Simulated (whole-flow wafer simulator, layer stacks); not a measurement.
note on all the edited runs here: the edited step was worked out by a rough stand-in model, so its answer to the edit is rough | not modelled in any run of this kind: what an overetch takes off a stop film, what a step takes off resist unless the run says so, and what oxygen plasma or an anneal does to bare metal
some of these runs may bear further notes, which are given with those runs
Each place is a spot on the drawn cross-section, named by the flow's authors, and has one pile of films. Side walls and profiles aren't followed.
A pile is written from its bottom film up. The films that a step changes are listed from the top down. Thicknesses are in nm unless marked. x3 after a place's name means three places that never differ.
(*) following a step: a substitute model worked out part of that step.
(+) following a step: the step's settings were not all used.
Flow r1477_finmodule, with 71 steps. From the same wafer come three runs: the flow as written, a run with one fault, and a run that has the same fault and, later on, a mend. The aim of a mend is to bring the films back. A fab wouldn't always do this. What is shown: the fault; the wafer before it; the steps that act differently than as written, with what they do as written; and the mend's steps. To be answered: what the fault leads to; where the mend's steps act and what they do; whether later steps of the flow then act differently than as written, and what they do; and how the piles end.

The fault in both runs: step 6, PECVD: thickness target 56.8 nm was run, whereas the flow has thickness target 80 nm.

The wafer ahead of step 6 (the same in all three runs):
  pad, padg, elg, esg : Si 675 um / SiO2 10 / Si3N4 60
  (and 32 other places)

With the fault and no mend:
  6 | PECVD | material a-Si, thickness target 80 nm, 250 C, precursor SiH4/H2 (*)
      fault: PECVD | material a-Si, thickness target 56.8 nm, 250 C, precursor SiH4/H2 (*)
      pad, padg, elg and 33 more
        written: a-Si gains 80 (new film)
        fault: a-Si gains 56.8 (new film)
  Later steps of the flow acting differently than as written (not shown: 2 more steps that differ only slightly, by at most 2% or 0.5 nm, whichever is larger):
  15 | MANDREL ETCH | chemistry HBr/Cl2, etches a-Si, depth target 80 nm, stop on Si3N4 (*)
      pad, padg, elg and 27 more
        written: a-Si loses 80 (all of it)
        fault: a-Si loses 56.8 (all of it)
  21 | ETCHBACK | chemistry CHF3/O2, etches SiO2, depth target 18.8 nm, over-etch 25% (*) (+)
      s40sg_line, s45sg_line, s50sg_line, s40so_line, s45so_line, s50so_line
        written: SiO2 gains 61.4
        fault: SiO2 gains 38.2
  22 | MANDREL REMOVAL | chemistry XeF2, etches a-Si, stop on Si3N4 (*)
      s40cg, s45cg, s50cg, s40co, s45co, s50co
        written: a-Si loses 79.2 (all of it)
        fault: a-Si loses 56 (all of it)
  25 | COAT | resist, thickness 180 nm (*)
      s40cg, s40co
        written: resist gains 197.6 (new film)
        fault: resist gains 191.8 (new film)
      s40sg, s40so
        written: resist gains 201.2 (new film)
        fault: resist gains 195.4 (new film)
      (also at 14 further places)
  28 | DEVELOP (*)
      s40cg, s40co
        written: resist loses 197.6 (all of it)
        fault: resist loses 191.8 (all of it)
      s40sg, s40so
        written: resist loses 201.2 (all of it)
        fault: resist loses 195.4 (all of it)
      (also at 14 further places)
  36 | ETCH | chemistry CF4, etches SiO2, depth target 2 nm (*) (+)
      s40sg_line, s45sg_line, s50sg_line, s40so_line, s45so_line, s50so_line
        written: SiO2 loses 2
        fault: SiO2 loses 2.2 (all of it)
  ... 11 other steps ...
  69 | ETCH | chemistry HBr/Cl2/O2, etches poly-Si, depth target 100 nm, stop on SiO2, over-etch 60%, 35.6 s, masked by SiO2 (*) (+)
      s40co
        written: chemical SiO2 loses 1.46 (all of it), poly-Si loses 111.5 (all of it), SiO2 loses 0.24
        fault: chemical SiO2 loses 1.38 (all of it), poly-Si loses 136.8 (all of it), SiO2 loses 0.12
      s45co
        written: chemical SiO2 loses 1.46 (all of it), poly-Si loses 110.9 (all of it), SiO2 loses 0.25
        fault: chemical SiO2 loses 1.38 (all of it), poly-Si loses 136.8 (all of it), SiO2 loses 0.12
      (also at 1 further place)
  By the end, the piles at pad, padg, elg and 27 more depart from the flow's by more than 2% or 0.5 nm, whichever is larger.
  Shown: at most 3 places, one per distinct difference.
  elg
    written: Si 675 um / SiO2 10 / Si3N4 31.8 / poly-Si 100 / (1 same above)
    fault: Si 674.99 um / SiO2 3 / poly-Si 100 / (1 same above)
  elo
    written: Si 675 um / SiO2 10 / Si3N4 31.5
    fault: Si 674.99 um / SiO2 2.58
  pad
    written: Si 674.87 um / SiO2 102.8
    fault: Si 674.87 um / SiO2 79.6

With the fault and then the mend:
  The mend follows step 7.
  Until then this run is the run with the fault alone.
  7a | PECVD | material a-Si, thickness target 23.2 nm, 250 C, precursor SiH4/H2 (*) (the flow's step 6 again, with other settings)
      pad, padg, elg and 33 more
        a-Si gains 23.2
  None of the later steps of the flow acts differently than as written at any place that is followed.
  The piles end the same as the flow's at every place that both follow.
